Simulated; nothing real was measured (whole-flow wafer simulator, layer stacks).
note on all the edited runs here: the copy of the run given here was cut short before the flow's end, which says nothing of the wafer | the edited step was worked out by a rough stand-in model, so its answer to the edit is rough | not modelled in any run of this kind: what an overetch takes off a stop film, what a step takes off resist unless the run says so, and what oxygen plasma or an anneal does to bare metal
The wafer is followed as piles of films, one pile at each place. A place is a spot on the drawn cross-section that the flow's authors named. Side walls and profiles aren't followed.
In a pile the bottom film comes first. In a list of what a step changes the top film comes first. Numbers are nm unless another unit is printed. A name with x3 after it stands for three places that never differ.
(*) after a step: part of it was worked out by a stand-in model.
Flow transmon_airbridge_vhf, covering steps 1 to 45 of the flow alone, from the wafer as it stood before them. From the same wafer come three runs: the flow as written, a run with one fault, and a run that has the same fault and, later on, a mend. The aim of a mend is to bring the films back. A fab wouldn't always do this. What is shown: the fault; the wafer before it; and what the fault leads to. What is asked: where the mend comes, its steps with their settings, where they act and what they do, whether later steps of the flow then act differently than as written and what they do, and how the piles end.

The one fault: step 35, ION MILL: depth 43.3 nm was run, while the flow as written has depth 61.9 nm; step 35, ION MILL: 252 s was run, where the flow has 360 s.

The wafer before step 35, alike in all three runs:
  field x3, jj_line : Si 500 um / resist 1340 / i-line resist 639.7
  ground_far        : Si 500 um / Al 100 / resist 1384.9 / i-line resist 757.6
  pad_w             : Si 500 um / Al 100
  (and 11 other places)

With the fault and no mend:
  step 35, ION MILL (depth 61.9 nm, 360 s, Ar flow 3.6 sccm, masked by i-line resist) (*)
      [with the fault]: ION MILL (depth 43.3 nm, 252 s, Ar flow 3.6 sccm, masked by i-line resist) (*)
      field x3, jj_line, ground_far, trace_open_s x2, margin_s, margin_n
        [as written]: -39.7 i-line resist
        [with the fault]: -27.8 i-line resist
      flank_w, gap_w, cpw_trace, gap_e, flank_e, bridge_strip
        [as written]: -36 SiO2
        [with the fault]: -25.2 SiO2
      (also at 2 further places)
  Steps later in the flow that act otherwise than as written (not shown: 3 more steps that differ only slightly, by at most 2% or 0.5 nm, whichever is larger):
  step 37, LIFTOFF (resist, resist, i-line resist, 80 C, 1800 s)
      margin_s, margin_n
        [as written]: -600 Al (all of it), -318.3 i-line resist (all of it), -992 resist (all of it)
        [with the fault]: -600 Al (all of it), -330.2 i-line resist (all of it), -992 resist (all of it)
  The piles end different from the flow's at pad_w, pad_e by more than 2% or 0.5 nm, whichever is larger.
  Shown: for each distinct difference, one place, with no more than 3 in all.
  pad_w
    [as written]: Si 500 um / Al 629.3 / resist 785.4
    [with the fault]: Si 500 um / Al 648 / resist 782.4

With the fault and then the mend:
  The mend stands after step 35.
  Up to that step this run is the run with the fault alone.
  step 35a, ION MILL (depth 18.6 nm, 108.2 s, Ar flow 3.6 sccm, masked by i-line resist) (*) (the flow's step 35 again, with other settings)
      field x3, jj_line, ground_far, trace_open_s x2, margin_s, margin_n
        -11.9 i-line resist
      flank_w, gap_w, cpw_trace, gap_e, flank_e, bridge_strip
        -10.8 SiO2
      pad_w, pad_e
        -18.6 Al
  None of the later steps of the flow differs from how it acts as written, at any place that is followed, by more than 2% or 0.5 nm, whichever is larger.
  The piles end the same as the flow's at every place that both follow.
